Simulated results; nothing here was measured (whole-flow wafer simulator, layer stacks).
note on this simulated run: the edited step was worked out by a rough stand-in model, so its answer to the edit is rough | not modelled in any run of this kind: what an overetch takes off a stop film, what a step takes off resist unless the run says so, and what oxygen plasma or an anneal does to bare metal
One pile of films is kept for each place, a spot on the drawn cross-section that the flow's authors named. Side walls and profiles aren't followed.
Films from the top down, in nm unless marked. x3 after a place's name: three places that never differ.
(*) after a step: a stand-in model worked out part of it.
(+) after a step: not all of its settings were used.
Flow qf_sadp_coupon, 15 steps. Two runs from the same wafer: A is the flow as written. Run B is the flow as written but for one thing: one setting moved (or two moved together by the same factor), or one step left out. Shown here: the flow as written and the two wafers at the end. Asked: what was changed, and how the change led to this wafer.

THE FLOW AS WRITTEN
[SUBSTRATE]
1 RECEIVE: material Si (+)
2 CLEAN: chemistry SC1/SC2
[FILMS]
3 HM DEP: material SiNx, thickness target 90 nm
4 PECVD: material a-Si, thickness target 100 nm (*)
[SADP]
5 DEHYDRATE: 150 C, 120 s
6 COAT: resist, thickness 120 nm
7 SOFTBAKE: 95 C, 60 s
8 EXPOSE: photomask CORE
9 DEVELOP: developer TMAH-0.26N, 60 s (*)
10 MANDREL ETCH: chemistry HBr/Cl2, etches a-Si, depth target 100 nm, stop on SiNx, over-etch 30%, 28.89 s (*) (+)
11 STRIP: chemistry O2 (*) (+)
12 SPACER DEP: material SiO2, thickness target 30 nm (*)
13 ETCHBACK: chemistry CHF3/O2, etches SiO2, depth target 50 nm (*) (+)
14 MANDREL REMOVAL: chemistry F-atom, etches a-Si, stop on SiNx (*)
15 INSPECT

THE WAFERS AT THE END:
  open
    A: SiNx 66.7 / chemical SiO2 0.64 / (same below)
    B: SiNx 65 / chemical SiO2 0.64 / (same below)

The cause: step 10, MANDREL ETCH: over-etch 42% was run, where the flow has over-etch 30%.

How the change led to this, step by step:
  10 MANDREL ETCH: chemistry HBr/Cl2, etches a-Si, depth target 100 nm, stop on SiNx, over-etch 30%, 28.89 s (*) (+)
      m: A resist -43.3 | B resist -47.3
      open: A a-Si -100 (all of it), SiNx -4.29 | B a-Si -100 (all of it), SiNx -6
  11 STRIP: chemistry O2 (*) (+)
      m: A chemical SiO2 +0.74 (new film), resist -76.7 (all of it), a-Si -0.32 | B chemical SiO2 +0.74 (new film), resist -72.7 (all of it), a-Si -0.33
